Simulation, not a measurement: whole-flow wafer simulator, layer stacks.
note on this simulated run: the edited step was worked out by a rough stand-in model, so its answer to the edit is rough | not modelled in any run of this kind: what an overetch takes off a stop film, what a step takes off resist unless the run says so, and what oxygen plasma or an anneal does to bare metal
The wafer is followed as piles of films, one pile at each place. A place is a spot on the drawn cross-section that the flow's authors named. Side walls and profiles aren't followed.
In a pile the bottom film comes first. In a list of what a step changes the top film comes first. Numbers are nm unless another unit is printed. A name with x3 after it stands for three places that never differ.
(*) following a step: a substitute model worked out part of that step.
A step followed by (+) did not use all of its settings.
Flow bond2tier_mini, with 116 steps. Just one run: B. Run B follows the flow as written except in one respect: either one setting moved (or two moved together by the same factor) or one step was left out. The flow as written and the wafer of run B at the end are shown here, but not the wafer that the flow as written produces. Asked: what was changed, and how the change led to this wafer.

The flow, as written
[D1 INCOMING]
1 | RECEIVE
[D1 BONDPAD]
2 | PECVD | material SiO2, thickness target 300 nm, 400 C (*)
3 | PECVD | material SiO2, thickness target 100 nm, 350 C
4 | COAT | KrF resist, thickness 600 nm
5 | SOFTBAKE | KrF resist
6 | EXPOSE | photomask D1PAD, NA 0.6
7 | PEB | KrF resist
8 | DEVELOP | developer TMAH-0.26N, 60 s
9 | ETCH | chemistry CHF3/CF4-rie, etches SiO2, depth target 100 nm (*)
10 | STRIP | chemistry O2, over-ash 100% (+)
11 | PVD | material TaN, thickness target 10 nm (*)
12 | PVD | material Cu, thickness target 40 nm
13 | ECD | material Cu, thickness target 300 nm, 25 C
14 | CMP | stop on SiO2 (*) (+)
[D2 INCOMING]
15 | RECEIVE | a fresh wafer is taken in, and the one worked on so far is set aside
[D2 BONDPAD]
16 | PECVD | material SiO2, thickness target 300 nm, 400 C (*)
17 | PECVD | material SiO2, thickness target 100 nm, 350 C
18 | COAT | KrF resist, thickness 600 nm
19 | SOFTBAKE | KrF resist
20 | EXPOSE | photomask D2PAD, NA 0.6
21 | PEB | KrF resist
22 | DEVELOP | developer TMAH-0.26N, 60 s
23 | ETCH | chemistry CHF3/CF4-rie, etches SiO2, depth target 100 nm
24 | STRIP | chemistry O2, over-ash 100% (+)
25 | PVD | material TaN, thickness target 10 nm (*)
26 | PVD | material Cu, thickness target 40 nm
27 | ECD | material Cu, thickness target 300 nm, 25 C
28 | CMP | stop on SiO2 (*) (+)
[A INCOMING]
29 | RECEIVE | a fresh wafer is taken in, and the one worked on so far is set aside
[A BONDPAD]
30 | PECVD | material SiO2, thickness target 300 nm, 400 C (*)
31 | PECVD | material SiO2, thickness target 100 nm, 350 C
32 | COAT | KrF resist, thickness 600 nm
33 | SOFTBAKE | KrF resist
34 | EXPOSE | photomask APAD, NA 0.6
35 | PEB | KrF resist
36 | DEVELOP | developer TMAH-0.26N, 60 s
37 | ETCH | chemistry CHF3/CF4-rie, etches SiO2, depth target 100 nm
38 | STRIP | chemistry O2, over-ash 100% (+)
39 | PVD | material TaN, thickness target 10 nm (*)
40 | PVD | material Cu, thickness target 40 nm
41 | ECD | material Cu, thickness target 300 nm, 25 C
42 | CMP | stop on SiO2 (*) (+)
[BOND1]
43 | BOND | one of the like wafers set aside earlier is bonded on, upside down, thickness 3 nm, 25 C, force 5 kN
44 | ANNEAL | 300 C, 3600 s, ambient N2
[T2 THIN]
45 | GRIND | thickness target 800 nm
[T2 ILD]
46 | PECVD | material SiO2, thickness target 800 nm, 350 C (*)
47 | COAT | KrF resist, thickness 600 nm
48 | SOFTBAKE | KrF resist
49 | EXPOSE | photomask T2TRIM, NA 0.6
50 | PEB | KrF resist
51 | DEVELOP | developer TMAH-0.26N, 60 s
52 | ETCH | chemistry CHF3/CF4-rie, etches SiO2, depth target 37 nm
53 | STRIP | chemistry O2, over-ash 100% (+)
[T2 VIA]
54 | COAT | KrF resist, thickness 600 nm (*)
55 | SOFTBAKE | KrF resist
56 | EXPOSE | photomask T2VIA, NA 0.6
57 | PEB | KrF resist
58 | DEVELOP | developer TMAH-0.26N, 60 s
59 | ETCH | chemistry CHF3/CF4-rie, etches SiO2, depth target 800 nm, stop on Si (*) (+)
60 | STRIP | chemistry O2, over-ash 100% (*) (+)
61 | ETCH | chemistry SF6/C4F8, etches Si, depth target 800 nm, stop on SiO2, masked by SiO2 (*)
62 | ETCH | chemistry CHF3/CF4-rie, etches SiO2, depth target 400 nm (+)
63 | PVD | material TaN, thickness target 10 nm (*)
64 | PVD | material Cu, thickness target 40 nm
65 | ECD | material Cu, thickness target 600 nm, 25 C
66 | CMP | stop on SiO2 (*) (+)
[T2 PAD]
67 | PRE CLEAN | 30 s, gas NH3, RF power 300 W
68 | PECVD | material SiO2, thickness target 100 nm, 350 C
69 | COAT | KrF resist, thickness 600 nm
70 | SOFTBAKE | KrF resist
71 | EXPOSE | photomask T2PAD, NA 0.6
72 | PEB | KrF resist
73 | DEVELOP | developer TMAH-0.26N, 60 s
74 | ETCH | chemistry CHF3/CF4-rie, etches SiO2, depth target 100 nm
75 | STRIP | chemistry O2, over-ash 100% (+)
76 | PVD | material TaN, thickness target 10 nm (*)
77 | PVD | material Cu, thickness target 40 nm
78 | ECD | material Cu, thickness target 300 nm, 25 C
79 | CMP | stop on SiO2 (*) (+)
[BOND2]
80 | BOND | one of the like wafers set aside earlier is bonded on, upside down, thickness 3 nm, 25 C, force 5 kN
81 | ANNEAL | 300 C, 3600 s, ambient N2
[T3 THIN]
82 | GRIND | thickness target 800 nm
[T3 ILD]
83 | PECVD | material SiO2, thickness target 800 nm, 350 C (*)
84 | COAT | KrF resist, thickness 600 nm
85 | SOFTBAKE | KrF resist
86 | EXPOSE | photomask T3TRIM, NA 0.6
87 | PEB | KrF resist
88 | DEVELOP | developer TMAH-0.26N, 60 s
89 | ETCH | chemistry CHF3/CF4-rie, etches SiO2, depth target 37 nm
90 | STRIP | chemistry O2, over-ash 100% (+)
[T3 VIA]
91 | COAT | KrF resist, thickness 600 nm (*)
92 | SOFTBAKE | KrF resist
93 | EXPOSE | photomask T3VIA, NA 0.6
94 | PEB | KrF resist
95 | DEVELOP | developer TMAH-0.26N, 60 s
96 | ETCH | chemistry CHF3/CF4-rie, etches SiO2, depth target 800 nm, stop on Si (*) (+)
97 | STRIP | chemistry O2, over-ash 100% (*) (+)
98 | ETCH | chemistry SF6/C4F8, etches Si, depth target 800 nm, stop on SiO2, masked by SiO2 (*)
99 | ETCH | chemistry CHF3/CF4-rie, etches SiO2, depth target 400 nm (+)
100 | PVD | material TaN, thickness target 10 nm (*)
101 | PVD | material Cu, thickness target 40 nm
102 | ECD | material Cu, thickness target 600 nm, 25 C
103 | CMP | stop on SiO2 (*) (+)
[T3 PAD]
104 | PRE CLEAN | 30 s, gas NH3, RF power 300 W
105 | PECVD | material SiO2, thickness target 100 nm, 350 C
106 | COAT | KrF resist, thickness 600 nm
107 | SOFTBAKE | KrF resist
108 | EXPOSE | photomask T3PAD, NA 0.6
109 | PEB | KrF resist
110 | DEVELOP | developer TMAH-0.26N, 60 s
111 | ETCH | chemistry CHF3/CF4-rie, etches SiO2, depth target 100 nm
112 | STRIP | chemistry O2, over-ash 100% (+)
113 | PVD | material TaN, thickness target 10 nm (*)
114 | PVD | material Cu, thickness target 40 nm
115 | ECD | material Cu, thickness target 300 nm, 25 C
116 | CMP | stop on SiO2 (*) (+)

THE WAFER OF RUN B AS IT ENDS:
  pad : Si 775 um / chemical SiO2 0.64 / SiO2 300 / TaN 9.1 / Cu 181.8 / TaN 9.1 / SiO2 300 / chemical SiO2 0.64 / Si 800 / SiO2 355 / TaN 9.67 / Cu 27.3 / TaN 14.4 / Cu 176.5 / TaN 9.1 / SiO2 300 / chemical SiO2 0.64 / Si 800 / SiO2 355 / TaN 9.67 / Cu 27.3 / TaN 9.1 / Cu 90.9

The reason: step 76, PVD: thickness target 15.8 nm was run, though the flow has thickness target 10 nm.

Step by step, how the change led to this:
  76 | PVD | material TaN, thickness target 10 nm (*)
      field: +15.8 TaN (new film) (in the flow as written it would be: +10 TaN (new film))
      pad: +14.4 TaN (new film) (in the flow as written it would be: +9.1 TaN (new film))
  79 | CMP | stop on SiO2 (*) (+)
      field: -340 Cu (all of it), -15.8 TaN (all of it) (in the flow as written it would be: -340 Cu (all of it), -10 TaN (all of it))
